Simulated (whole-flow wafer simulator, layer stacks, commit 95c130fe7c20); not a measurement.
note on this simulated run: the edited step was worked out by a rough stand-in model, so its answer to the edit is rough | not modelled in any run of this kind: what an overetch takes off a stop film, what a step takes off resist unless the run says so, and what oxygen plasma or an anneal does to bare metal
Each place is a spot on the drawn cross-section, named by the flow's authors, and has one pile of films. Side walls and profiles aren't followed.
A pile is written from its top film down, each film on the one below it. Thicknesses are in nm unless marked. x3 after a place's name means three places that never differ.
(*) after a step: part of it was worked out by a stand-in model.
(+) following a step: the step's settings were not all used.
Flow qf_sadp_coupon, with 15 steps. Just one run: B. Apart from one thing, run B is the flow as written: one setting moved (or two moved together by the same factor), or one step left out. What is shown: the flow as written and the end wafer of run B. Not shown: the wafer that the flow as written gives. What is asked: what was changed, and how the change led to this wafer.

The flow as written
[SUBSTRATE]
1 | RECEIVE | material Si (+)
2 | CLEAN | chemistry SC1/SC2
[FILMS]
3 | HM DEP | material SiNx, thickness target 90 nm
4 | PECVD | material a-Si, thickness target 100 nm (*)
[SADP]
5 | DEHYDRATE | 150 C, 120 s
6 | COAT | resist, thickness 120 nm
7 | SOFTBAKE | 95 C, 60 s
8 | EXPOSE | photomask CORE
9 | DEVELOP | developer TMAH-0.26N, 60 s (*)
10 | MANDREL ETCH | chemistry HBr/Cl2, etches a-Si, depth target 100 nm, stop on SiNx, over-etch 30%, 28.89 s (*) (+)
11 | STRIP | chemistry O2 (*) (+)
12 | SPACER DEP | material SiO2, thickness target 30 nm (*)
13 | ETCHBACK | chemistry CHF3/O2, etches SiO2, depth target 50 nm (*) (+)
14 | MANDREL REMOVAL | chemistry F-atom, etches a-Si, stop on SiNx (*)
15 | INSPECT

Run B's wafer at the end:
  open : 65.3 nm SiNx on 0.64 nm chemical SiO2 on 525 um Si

Cause: step 10, MANDREL ETCH: depth target 107.5 nm was run, while the flow as written has depth target 100 nm.

The path from the change to this, step by step:
  10 | MANDREL ETCH | chemistry HBr/Cl2, etches a-Si, depth target 100 nm, stop on SiNx, over-etch 30%, 28.89 s (*) (+)
      m: -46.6 resist (in the flow as written it would be: -43.3 resist)
      open: -100 a-Si (all of it), -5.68 SiNx (in the flow as written it would be: -100 a-Si (all of it), -4.29 SiNx)
  11 | STRIP | chemistry O2 (*) (+)
      m: +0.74 chemical SiO2 (new film), -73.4 resist (all of it), -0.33 a-Si (in the flow as written it would be: +0.74 chemical SiO2 (new film), -76.7 resist (all of it), -0.32 a-Si)
